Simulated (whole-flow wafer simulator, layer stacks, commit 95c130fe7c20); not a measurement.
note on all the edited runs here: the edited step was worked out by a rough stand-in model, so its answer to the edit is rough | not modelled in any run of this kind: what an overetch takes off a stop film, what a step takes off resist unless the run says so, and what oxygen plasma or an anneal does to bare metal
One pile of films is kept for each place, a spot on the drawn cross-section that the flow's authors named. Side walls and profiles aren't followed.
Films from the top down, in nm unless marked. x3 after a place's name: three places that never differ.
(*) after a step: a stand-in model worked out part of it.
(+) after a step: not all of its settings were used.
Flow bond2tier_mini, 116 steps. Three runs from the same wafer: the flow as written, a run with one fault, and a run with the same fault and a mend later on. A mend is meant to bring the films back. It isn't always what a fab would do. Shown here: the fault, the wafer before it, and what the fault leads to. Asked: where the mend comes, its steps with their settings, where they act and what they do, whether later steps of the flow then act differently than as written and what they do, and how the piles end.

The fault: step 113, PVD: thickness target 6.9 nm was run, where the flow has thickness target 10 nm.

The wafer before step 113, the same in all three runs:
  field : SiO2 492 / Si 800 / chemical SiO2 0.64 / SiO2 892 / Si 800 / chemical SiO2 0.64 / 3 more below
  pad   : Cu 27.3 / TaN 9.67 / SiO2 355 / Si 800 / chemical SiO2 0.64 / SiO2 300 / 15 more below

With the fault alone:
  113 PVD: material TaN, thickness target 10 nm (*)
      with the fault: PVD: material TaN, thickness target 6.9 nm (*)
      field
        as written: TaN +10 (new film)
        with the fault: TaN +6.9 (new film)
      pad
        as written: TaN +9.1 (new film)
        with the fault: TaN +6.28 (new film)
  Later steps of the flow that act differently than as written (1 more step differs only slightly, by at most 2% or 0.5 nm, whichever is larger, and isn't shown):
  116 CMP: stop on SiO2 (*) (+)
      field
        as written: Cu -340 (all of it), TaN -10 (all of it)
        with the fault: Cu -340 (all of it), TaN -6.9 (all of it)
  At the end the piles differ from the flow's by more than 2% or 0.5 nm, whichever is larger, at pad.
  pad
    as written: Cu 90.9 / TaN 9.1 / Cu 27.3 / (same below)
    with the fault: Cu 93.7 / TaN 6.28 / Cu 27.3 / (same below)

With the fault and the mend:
  The mend comes after step 113.
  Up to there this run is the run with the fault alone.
  113a PVD: material TaN, thickness target 3.1 nm (*) (the flow's step 113 once more, with other settings)
      field
        TaN +3.1
      pad
        TaN +2.82
  No later step of the flow acts differently than as written at any place that is followed.
  At the end the piles are the same as the flow's at every place that both follow.
